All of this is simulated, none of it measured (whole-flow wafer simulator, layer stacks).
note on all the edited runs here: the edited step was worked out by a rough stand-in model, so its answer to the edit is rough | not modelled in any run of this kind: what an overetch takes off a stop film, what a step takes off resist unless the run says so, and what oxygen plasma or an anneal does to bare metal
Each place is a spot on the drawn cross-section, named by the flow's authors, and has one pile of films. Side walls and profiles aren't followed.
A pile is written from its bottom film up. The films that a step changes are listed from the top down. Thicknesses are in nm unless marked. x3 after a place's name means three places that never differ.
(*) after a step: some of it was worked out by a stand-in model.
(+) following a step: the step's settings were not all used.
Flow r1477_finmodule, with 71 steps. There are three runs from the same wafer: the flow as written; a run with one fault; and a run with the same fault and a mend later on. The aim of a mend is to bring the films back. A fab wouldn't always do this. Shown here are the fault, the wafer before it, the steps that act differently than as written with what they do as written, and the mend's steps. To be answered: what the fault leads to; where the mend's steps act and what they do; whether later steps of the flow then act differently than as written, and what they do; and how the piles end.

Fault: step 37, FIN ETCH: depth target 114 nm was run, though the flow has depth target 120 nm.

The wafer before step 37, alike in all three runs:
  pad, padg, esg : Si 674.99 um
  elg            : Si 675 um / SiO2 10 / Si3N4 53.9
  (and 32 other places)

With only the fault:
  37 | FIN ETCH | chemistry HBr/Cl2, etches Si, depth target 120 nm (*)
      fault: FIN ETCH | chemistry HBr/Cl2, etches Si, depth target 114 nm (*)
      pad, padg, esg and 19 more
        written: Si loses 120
        fault: Si loses 114
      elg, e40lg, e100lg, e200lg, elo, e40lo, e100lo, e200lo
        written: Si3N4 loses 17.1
        fault: Si3N4 loses 16.3
  Later steps of the flow acting differently than as written (6 more steps, not shown, differ only slightly: by at most 2% or 0.5 nm, whichever is larger):
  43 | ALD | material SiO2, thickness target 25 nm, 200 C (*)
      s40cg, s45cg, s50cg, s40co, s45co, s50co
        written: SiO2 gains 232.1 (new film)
        fault: SiO2 gains 226.6 (new film)
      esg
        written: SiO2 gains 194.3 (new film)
        fault: SiO2 gains 189.1 (new film)
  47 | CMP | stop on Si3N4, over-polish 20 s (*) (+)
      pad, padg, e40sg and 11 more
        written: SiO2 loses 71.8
        fault: SiO2 loses 77.8
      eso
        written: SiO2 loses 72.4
        fault: SiO2 loses 78.4
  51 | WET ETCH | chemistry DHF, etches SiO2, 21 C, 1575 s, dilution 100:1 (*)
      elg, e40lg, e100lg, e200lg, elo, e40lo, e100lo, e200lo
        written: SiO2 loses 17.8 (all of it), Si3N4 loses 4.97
        fault: SiO2 loses 17 (all of it), Si3N4 loses 5.04
  By the end, the piles at pad, padg, elg and 27 more depart from the flow's by more than 2% or 0.5 nm, whichever is larger.
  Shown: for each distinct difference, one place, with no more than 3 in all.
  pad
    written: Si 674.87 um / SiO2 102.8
    fault: Si 674.88 um / SiO2 96.8
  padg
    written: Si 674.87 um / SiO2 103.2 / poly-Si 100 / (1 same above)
    fault: Si 674.88 um / SiO2 97.3 / poly-Si 100 / (1 same above)
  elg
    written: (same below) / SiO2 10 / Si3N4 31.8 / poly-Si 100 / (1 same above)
    fault: (same below) / SiO2 10 / Si3N4 32.6 / poly-Si 100 / (1 same above)

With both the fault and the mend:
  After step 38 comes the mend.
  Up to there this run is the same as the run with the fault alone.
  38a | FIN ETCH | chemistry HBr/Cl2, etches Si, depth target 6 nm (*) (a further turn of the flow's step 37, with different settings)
      pad, padg, esg and 19 more
        Si loses 6
      elg, e40lg, e100lg, e200lg, elo, e40lo, e100lo, e200lo
        Si3N4 loses 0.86
      s40sg_line, s45sg_line, s50sg_line, s40so_line, s45so_line, s50so_line
        SiO2 loses 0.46
  None of the later steps of the flow acts differently than as written at any place that is followed.
  By the end, the piles equal the flow's at every place that both follow.
